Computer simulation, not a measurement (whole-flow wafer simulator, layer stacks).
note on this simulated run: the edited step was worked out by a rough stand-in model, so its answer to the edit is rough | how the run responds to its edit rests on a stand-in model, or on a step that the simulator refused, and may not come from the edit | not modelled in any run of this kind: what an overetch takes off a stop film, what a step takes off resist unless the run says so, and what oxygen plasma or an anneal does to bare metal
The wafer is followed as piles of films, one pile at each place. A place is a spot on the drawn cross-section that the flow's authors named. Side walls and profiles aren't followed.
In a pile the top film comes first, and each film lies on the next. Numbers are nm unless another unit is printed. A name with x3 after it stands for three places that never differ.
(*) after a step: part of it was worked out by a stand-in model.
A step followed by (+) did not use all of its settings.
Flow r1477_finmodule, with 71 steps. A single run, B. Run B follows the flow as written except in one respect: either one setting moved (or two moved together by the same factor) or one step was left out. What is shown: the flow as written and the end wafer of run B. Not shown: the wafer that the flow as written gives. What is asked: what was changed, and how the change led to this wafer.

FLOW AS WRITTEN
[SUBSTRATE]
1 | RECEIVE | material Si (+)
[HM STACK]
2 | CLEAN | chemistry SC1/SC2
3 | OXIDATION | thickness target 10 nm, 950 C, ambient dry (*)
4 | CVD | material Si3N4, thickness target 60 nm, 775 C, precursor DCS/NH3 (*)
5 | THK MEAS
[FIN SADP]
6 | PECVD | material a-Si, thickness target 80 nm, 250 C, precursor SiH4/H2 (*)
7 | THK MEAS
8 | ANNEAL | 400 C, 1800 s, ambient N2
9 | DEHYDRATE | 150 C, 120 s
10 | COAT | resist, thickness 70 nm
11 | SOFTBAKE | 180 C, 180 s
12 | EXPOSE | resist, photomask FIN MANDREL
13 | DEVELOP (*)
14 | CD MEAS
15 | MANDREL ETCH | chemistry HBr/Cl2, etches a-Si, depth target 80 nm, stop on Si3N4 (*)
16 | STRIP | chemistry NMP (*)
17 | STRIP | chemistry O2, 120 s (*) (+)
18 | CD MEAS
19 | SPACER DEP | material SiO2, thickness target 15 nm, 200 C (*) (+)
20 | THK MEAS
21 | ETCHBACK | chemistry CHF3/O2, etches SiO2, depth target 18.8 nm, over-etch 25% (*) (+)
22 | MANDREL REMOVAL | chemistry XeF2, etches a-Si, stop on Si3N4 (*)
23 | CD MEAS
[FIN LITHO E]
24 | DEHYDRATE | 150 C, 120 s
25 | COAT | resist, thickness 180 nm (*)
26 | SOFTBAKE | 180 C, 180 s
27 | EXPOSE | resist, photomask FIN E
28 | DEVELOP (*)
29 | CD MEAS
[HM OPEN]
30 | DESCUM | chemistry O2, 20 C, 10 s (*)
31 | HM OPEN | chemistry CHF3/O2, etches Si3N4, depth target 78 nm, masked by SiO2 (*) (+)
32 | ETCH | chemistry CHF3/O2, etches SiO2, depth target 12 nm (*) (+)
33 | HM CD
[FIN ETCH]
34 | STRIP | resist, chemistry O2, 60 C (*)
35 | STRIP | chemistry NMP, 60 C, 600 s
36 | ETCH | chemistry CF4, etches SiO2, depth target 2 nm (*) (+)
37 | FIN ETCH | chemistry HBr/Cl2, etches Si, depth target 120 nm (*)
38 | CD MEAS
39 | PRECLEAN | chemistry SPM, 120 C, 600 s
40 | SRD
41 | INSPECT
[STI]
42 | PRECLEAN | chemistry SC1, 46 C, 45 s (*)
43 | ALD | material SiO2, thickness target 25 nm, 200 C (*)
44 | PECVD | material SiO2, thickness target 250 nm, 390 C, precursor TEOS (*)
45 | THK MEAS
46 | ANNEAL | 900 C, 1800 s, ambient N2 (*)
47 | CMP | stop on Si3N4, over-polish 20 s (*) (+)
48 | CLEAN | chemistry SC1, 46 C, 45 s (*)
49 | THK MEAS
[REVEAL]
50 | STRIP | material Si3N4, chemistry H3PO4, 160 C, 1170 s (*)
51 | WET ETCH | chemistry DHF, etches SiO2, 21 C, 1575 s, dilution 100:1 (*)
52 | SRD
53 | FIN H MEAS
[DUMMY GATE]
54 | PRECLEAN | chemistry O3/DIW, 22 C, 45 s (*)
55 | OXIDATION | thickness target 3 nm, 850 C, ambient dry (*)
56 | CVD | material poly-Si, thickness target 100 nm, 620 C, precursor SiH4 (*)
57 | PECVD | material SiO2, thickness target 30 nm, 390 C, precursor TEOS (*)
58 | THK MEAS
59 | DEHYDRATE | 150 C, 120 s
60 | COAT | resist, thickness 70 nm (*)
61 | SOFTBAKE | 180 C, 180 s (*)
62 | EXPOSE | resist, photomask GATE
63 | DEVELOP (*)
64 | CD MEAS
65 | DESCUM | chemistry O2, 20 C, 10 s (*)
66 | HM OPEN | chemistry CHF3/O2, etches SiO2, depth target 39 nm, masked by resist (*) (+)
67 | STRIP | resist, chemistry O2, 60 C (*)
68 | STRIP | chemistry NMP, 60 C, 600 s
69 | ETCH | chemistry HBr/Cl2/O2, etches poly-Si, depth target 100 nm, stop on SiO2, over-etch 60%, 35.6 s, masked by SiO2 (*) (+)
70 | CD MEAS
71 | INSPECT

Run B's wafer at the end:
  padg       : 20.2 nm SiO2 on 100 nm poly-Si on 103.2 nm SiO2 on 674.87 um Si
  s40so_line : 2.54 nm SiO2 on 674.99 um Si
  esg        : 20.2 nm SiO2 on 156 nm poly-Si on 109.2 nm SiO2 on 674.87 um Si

Cause: step 57, PECVD: thickness target 25.5 nm was run, though the flow has thickness target 30 nm.

Step by step, how the change led to this:
  57 | PECVD | material SiO2, thickness target 30 nm, 390 C, precursor TEOS (*)
      pad, padg, elg and 33 more: SiO2 gains 25.5 (new film) (as written it would have been: SiO2 gains 30 (new film))
  66 | HM OPEN | chemistry CHF3/O2, etches SiO2, depth target 39 nm, masked by resist (*) (+)
      pad, elo, eso and 15 more: SiO2 loses 25.5 (all of it), poly-Si loses 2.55 (as written it would have been: SiO2 loses 30 (all of it), poly-Si loses 1.8)
  67 | STRIP | resist, chemistry O2, 60 C (*)
      padg, elg, esg: resist loses 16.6 (all of it) (as written it would have been: resist loses 15.9 (all of it))
      e40lg, e100lg, e200lg: resist loses 13.5 (all of it) (as written it would have been: resist loses 12.8 (all of it))
      (and at 7 other places as well)
